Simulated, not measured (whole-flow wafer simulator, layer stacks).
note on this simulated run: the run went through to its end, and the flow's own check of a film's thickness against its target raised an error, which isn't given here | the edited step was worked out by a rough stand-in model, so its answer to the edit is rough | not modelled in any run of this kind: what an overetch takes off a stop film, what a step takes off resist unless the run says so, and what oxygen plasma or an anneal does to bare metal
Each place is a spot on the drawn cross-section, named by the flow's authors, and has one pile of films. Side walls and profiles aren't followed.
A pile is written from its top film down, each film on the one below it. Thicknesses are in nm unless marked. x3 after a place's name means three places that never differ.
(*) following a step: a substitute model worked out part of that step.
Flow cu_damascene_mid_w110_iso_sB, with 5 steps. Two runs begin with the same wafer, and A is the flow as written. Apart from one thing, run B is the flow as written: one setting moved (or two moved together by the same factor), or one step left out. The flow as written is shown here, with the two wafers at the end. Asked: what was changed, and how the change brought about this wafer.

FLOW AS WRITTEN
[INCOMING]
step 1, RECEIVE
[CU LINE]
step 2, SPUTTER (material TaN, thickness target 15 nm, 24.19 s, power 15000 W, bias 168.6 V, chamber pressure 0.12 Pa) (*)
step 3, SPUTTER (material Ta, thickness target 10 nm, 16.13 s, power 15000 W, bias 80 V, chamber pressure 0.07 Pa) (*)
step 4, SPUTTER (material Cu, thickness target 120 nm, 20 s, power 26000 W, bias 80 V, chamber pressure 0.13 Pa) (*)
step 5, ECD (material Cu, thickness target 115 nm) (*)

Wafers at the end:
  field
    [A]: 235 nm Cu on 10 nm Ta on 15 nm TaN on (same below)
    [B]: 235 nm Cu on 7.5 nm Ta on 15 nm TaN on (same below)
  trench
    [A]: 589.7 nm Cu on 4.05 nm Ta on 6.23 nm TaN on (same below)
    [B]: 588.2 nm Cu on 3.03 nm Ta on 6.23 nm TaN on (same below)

Cause: step 3, SPUTTER: thickness target 7.5 nm was run, whereas the flow has thickness target 10 nm; step 3, SPUTTER: 12.1 s was run, where the flow has 16.13 s.
The wafer itself shows it: field has Ta 7.5, and step 3 as written asks for 10 nm.

How this came from the change, step by step:
  step 3, SPUTTER (material Ta, thickness target 10 nm, 16.13 s, power 15000 W, bias 80 V, chamber pressure 0.07 Pa) (*)
      field: A +10 Ta (new film) | B +7.5 Ta (new film)
      trench: A +4.05 Ta (new film) | B +3.03 Ta (new film)
